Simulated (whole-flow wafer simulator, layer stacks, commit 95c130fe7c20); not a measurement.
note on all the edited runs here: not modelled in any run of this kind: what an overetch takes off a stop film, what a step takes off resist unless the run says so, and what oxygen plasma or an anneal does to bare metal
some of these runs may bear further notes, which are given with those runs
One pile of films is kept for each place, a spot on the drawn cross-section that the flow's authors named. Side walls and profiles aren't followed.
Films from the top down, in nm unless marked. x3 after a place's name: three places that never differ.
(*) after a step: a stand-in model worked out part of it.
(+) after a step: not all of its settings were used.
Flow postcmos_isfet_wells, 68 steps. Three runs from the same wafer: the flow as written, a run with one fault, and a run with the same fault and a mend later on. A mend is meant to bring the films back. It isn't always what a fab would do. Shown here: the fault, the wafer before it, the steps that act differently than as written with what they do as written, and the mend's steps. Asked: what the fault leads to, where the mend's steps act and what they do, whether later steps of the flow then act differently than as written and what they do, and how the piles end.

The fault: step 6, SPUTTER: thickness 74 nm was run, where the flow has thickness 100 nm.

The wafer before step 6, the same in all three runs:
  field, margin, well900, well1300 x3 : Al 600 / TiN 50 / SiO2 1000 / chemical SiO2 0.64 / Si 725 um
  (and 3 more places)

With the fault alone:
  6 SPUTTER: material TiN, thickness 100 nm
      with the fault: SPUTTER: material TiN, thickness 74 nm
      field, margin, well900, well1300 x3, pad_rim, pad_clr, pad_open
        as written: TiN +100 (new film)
        with the fault: TiN +74 (new film)
  Later steps of the flow that act differently than as written:
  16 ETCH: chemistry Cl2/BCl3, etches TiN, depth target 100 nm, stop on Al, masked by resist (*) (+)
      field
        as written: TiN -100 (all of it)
        with the fault: TiN -74 (all of it)
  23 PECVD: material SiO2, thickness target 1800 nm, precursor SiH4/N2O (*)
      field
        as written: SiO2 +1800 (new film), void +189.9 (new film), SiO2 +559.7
        with the fault: SiO2 +1800 (new film), void +170.4 (new film), SiO2 +553.2
  At the end the piles differ from the flow's by more than 2% or 0.5 nm, whichever is larger, at field, margin, well900, well1300 x3, pad_rim, pad_clr, pad_open.
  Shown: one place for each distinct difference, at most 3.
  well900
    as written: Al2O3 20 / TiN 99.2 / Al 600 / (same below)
    with the fault: Al2O3 20 / TiN 73.2 / Al 600 / (same below)
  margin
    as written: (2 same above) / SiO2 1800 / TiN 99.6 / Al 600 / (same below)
    with the fault: (2 same above) / SiO2 1800 / TiN 73.6 / Al 600 / (same below)
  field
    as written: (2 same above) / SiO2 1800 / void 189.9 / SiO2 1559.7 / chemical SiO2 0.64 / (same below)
    with the fault: (2 same above) / SiO2 1800 / void 170.4 / SiO2 1553.2 / chemical SiO2 0.64 / (same below)

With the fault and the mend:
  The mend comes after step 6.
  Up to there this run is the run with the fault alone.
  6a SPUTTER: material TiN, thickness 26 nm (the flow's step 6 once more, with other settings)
      field, margin, well900, well1300 x3, pad_rim, pad_clr, pad_open
        TiN +26
  No later step of the flow acts differently than as written at any place that is followed.
  At the end the piles are the same as the flow's at every place that both follow.
